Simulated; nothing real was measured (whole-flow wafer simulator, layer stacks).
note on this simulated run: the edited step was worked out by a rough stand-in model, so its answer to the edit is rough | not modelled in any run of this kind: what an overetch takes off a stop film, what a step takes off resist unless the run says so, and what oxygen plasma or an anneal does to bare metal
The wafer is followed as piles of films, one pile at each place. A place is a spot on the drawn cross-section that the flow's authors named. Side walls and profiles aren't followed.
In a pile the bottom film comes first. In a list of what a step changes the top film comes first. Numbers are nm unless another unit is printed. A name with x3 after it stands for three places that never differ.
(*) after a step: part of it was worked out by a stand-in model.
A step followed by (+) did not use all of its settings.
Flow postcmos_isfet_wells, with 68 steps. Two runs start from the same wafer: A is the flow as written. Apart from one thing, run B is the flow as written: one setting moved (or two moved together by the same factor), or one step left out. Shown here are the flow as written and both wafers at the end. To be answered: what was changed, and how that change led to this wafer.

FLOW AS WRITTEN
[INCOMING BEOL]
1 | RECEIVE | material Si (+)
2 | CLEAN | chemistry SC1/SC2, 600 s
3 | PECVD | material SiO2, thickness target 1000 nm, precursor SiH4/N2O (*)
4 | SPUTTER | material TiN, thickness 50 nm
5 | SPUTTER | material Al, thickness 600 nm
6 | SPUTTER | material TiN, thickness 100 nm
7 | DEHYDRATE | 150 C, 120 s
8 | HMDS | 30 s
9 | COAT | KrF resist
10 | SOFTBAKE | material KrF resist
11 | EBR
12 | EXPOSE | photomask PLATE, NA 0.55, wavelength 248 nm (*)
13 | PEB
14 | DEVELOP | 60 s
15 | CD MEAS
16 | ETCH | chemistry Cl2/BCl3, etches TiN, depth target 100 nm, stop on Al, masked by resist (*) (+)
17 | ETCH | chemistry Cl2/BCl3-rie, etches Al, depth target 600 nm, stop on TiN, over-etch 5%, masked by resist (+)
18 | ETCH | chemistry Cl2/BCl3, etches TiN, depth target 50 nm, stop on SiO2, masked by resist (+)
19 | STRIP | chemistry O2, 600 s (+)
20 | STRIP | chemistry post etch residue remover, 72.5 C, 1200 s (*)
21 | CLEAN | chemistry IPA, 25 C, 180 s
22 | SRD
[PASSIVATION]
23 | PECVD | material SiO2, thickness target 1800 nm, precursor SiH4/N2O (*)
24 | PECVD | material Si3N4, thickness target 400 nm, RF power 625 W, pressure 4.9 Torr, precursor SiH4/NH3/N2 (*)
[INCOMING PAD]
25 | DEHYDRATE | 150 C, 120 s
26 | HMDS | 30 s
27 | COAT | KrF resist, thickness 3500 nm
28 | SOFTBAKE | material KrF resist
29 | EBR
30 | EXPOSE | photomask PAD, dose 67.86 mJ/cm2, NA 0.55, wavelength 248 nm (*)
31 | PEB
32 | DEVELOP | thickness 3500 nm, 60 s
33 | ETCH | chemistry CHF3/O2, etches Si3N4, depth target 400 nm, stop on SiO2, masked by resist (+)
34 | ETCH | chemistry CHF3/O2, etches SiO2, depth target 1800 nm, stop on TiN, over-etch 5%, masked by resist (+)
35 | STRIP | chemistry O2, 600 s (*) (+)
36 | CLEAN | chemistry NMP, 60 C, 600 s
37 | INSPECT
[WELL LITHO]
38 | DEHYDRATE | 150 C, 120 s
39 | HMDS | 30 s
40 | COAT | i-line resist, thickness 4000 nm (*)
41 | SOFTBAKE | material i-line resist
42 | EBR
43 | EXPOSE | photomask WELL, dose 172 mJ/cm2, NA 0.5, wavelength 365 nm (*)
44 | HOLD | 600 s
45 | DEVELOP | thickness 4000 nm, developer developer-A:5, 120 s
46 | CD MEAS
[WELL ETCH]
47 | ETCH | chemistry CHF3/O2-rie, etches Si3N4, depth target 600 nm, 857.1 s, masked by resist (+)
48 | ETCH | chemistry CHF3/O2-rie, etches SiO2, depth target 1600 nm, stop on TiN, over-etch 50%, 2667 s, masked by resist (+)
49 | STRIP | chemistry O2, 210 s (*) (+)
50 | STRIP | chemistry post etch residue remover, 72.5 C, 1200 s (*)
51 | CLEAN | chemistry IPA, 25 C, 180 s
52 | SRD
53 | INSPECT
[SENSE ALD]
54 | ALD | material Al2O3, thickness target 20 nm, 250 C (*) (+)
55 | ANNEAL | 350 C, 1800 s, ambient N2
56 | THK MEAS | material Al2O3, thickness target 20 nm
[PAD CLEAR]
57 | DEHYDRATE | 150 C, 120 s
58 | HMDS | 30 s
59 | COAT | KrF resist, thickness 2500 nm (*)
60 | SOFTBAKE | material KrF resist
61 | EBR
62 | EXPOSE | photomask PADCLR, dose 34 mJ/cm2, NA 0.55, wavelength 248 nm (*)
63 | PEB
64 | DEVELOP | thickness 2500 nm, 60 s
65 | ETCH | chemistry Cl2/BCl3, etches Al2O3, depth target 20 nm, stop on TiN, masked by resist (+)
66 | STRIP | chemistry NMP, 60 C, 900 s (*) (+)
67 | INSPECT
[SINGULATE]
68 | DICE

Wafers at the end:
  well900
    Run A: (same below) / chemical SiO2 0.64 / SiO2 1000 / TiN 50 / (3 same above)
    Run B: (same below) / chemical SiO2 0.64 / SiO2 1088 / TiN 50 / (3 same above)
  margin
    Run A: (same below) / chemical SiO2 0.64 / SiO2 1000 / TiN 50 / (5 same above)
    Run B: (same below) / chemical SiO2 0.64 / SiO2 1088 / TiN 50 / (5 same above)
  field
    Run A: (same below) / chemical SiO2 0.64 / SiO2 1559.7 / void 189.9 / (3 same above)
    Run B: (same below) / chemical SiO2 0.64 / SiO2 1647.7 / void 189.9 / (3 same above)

What caused this: step 3, PECVD: thickness target 1088 nm was run, while the flow as written has thickness target 1000 nm.
The wafer itself shows it: well900 has SiO2 1088, and step 3 as written asks for 1000 nm.

How this came from the change, step by step:
  3 | PECVD | material SiO2, thickness target 1000 nm, precursor SiH4/N2O (*)
      field, margin, well900, well1300 x3, pad_rim, pad_clr, pad_open: A +1000 SiO2 (new film) | B +1088 SiO2 (new film)
